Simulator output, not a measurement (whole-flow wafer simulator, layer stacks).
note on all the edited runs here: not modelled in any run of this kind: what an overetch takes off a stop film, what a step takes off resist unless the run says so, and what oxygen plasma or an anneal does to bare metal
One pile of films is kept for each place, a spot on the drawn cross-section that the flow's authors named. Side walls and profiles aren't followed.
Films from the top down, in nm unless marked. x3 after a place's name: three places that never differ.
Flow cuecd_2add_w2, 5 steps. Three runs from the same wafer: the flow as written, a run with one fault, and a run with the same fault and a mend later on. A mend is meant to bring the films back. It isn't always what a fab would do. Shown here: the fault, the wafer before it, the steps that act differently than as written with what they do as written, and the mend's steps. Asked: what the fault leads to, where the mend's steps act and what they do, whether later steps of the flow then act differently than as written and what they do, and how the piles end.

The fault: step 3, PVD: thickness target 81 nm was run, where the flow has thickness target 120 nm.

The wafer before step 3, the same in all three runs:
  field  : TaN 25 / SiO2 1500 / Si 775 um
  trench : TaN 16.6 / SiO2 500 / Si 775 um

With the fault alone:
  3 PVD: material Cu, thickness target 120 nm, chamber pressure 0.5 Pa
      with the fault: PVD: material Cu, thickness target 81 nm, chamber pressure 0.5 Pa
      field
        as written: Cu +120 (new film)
        with the fault: Cu +81 (new film)
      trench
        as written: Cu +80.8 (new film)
        with the fault: Cu +54.7 (new film)
  No later step of the flow acts differently than as written, at any place that is followed, by more than 2% or 0.5 nm, whichever is larger.
  At the end the piles differ from the flow's by more than 2% or 0.5 nm, whichever is larger, at field.
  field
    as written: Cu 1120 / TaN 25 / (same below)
    with the fault: Cu 1081 / TaN 25 / (same below)

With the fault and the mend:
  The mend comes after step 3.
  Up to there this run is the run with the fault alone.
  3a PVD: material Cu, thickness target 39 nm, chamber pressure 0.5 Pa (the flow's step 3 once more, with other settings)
      field
        Cu +39
      trench
        Cu +25.7
  No later step of the flow acts differently than as written, at any place that is followed, by more than 2% or 0.5 nm, whichever is larger.
  At the end the piles are the same as the flow's at every place that both follow.
